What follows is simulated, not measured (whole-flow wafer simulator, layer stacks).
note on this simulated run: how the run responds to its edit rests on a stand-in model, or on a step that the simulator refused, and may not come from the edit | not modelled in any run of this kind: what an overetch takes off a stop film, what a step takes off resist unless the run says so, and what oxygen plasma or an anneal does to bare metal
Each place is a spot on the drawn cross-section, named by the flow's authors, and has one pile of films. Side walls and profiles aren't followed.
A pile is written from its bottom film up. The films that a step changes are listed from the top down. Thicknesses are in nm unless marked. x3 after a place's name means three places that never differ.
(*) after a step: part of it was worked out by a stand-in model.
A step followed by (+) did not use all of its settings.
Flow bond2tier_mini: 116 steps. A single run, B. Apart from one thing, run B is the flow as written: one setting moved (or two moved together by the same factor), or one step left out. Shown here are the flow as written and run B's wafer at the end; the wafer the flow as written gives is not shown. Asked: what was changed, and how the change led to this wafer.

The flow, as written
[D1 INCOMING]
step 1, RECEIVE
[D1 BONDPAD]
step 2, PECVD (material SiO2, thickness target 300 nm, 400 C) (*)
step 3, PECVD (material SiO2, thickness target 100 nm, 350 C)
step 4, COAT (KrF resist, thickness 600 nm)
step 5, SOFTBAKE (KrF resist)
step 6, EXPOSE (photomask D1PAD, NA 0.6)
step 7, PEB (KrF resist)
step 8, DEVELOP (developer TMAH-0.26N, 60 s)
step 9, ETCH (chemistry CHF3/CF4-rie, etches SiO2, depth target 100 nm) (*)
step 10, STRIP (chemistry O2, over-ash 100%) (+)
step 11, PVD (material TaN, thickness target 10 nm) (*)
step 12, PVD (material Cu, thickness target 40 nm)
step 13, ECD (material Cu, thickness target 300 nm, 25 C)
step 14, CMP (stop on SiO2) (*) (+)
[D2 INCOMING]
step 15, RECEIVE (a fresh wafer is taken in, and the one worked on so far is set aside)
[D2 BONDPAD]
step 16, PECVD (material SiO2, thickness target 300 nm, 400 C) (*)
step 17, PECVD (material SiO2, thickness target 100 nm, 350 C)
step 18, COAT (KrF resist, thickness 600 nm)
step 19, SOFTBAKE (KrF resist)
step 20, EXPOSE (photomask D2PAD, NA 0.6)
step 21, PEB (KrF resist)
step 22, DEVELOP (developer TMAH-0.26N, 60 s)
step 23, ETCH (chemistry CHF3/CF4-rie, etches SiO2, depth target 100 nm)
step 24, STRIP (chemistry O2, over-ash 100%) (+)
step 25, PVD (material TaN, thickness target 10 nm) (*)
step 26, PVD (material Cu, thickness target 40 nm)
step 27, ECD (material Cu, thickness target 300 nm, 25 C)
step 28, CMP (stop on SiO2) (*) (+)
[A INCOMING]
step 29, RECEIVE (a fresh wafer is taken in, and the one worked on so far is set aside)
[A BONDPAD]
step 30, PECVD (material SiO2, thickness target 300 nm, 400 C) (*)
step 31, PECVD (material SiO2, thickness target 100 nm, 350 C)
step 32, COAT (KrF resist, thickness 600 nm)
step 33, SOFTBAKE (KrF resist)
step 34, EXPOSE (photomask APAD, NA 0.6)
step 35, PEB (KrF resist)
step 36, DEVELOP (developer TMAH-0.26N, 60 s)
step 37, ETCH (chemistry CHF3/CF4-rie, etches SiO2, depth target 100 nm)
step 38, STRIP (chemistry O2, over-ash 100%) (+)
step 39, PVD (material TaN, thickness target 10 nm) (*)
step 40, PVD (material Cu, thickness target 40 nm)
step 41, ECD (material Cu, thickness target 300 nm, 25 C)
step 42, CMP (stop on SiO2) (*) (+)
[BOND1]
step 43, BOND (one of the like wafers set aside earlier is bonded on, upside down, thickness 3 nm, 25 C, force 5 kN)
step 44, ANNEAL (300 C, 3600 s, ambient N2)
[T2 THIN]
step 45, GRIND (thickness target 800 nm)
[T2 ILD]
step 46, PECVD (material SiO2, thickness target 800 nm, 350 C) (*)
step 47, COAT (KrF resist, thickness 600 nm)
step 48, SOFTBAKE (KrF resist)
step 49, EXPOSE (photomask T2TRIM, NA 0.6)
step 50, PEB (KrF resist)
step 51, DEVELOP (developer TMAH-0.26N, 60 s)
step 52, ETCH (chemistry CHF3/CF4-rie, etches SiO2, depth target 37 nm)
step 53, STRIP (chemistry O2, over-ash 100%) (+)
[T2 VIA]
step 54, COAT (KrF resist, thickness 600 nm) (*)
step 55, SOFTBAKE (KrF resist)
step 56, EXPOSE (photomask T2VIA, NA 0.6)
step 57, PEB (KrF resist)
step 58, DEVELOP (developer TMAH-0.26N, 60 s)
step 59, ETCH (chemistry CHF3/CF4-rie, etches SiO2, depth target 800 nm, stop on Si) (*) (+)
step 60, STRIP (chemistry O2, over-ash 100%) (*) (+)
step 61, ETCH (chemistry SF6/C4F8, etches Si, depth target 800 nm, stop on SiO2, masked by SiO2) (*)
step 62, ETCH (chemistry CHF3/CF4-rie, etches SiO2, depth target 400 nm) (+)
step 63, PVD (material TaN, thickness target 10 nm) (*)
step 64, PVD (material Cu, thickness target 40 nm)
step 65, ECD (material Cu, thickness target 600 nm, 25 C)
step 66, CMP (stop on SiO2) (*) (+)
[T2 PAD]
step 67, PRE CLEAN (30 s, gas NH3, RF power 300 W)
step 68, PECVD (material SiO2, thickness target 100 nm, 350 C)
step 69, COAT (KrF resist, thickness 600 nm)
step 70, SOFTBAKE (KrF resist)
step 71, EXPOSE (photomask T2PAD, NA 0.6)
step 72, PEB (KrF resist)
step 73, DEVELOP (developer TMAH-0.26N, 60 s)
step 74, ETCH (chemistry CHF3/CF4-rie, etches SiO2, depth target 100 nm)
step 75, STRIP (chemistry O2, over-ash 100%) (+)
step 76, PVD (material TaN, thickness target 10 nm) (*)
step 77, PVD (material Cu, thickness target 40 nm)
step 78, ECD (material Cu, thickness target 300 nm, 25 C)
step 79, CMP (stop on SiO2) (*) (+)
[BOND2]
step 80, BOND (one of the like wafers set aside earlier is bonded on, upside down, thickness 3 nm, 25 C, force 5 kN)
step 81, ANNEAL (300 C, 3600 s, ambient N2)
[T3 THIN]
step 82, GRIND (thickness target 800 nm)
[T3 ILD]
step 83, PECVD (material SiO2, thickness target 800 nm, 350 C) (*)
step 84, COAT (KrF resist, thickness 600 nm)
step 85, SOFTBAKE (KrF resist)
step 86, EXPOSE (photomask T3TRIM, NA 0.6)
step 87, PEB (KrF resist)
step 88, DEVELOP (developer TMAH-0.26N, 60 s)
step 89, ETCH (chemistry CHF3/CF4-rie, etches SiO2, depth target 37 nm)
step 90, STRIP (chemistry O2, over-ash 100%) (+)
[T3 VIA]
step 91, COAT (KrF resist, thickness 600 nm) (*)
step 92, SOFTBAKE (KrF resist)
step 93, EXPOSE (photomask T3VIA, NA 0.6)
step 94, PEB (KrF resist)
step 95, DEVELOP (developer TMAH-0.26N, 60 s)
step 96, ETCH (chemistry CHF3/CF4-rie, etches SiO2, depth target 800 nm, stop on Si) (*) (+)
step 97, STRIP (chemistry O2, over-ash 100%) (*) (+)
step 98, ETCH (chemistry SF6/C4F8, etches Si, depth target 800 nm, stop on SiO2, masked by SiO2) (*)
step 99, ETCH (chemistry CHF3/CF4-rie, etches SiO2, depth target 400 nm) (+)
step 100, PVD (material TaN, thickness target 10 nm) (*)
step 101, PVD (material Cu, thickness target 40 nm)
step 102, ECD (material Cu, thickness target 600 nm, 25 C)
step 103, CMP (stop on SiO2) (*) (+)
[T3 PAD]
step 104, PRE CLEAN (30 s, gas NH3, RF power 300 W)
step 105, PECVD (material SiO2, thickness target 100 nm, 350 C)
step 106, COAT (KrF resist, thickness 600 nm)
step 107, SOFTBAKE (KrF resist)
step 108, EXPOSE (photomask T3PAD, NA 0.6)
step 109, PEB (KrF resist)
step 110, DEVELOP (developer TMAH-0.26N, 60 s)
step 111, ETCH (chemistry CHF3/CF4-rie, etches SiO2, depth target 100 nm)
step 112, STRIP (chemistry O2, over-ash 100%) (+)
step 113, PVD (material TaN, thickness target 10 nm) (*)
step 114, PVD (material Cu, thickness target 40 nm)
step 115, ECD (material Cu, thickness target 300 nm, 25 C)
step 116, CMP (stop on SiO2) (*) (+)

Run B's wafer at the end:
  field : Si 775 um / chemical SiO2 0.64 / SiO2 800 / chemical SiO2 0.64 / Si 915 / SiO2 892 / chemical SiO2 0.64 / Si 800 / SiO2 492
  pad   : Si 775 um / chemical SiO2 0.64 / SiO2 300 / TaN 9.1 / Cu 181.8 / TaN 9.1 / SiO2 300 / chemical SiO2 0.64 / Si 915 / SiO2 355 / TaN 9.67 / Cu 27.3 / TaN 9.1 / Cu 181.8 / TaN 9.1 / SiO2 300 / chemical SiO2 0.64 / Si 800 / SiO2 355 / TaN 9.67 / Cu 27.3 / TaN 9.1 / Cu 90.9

What caused this: step 45, GRIND: thickness target 915 nm was run, whereas the flow has thickness target 800 nm.
The wafer itself shows it: field has Si 915, and step 45 as written asks for 800 nm.

The path from the change to this, step by step:
  step 45, GRIND (thickness target 800 nm)
      field, pad, via: Si loses 774.09 um (it would be, as written: Si loses 774.2 um)
